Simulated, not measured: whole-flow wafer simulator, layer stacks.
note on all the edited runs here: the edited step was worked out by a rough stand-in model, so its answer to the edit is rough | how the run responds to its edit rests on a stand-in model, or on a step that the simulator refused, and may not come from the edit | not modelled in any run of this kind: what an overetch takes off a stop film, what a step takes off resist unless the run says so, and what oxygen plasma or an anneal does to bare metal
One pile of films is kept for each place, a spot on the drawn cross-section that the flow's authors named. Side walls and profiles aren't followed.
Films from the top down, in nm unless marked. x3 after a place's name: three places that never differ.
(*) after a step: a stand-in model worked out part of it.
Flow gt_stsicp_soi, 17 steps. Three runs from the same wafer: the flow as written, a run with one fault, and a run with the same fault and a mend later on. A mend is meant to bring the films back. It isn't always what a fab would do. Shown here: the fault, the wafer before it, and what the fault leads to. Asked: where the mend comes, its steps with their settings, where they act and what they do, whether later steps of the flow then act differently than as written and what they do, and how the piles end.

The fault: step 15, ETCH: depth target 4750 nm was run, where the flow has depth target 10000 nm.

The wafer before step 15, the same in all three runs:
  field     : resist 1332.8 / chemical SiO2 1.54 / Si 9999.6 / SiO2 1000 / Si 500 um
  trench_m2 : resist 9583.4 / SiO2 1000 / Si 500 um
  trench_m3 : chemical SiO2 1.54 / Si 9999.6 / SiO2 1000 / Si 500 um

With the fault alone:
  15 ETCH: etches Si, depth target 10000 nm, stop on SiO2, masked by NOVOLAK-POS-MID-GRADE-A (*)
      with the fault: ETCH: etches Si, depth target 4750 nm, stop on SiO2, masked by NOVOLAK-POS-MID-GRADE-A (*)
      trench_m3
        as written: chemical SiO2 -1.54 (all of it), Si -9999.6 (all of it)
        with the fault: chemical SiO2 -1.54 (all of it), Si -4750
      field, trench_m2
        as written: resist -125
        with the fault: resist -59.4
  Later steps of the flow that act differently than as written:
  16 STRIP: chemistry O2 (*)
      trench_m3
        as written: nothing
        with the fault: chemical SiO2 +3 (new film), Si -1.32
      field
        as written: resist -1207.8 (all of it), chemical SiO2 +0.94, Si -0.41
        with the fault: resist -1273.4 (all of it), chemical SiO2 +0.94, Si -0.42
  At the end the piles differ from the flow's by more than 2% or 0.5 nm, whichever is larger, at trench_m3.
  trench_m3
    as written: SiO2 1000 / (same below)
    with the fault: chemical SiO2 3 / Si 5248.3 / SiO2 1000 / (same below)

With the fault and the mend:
  The mend comes after step 15.
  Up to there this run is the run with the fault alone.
  15a ETCH: etches Si, depth target 5250 nm, stop on SiO2, masked by NOVOLAK-POS-MID-GRADE-A (*) (the flow's step 15 once more, with other settings)
      field, trench_m2
        resist -65.6
      trench_m3
        Si -5249.6 (all of it)
  No later step of the flow acts differently than as written at any place that is followed.
  At the end the piles are the same as the flow's at every place that both follow.
